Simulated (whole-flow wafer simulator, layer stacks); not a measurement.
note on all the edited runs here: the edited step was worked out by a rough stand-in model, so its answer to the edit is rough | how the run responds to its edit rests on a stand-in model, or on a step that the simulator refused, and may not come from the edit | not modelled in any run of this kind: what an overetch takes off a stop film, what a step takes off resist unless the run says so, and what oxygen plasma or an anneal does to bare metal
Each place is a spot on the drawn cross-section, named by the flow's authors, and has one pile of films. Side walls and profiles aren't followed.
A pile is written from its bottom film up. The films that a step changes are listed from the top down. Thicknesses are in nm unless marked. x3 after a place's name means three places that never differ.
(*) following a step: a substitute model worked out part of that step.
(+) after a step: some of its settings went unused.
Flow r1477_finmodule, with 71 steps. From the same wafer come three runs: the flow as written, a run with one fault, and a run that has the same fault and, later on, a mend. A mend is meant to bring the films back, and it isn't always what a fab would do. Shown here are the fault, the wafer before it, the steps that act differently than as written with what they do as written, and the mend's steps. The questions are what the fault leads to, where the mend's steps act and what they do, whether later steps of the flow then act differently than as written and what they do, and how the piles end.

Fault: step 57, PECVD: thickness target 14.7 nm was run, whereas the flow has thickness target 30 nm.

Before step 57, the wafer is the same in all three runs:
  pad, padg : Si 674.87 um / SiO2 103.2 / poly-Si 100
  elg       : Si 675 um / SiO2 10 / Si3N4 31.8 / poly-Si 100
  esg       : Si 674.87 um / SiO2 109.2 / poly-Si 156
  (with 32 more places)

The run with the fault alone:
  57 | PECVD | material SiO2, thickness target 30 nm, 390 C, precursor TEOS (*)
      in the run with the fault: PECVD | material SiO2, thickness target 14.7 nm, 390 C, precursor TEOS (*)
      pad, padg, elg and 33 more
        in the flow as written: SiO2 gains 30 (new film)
        in the run with the fault: SiO2 gains 14.7 (new film)
  Steps further on in the flow that do not act as written (3 other steps are not shown; they differ only slightly, by no more than 2% or 0.5 nm, whichever is larger):
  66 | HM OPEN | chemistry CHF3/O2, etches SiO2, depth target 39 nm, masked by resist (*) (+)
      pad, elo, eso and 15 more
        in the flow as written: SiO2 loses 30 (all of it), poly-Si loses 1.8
        in the run with the fault: SiO2 loses 14.7 (all of it), poly-Si loses 1.47
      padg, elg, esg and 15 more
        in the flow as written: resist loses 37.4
        in the run with the fault: resist loses 21.1
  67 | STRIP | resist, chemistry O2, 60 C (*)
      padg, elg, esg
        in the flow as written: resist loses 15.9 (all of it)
        in the run with the fault: resist loses 32.1 (all of it)
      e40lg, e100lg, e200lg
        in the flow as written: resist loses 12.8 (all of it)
        in the run with the fault: resist loses 29 (all of it)
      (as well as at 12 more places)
  At padg, elg, esg and 15 more, the piles at the end differ from the flow's by more than 2% or 0.5 nm, whichever is larger.
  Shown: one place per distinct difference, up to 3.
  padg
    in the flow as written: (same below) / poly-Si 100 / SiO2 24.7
    in the run with the fault: (same below) / poly-Si 100 / SiO2 9.4
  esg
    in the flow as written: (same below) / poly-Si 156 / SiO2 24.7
    in the run with the fault: (same below) / poly-Si 156 / SiO2 9.4
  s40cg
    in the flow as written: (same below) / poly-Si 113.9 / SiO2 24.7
    in the run with the fault: (same below) / poly-Si 113.9 / SiO2 9.4

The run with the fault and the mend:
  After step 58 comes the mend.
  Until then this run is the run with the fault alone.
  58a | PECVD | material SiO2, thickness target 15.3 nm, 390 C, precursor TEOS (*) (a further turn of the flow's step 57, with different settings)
      pad, padg, elg and 33 more
        SiO2 gains 15.3
  None of the later steps of the flow acts differently than as written at any place that is followed.
  By the end, the piles equal the flow's at every place that both follow.
